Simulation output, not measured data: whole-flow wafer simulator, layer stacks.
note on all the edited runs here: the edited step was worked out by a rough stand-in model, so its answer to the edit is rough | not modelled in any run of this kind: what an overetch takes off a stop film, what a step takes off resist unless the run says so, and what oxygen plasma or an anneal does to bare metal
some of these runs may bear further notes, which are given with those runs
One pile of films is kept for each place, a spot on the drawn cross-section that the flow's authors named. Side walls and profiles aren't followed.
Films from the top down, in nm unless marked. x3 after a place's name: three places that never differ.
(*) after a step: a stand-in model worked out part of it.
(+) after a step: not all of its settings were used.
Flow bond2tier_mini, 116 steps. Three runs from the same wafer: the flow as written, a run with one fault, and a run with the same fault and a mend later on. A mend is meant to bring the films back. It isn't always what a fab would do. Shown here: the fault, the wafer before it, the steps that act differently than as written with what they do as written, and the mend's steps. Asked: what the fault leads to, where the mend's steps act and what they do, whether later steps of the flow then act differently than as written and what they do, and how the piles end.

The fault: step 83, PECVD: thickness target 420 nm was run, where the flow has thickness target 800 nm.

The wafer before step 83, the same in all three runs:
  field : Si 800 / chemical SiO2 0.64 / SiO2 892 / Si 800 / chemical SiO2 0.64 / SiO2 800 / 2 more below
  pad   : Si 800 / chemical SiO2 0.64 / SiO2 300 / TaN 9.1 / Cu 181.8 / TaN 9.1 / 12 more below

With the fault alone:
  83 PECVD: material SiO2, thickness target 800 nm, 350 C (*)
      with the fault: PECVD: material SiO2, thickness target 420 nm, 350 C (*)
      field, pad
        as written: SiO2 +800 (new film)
        with the fault: SiO2 +420 (new film)
  Later steps of the flow that act differently than as written (1 more step differs only slightly, by at most 2% or 0.5 nm, whichever is larger, and isn't shown):
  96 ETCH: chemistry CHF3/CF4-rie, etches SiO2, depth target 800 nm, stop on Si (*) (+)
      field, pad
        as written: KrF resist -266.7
        with the fault: KrF resist -191.5
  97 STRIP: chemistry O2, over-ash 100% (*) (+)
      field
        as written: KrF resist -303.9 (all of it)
        with the fault: KrF resist -379.1 (all of it)
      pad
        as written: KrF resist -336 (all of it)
        with the fault: KrF resist -411.1 (all of it)
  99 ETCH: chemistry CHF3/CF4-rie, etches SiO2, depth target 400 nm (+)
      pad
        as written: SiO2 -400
        with the fault: SiO2 -375 (all of it), Si -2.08
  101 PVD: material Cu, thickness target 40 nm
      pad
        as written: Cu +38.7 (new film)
        with the fault: Cu +40 (new film)
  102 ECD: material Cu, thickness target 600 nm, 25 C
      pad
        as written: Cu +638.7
        with the fault: Cu +614.2
  At the end the piles differ from the flow's by more than 2% or 0.5 nm, whichever is larger, at field, pad.
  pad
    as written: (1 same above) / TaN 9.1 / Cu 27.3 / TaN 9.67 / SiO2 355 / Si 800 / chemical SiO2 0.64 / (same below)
    with the fault: (1 same above) / TaN 9.1 / Cu 4.2 / TaN 9.88 / Si 797.9 / chemical SiO2 0.64 / (same below)
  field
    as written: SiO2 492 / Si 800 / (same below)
    with the fault: SiO2 112 / Si 800 / (same below)

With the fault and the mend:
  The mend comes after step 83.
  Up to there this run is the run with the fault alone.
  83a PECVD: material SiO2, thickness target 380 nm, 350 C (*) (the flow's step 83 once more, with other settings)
      field, pad
        SiO2 +380
  No later step of the flow acts differently than as written at any place that is followed.
  At the end the piles are the same as the flow's at every place that both follow.
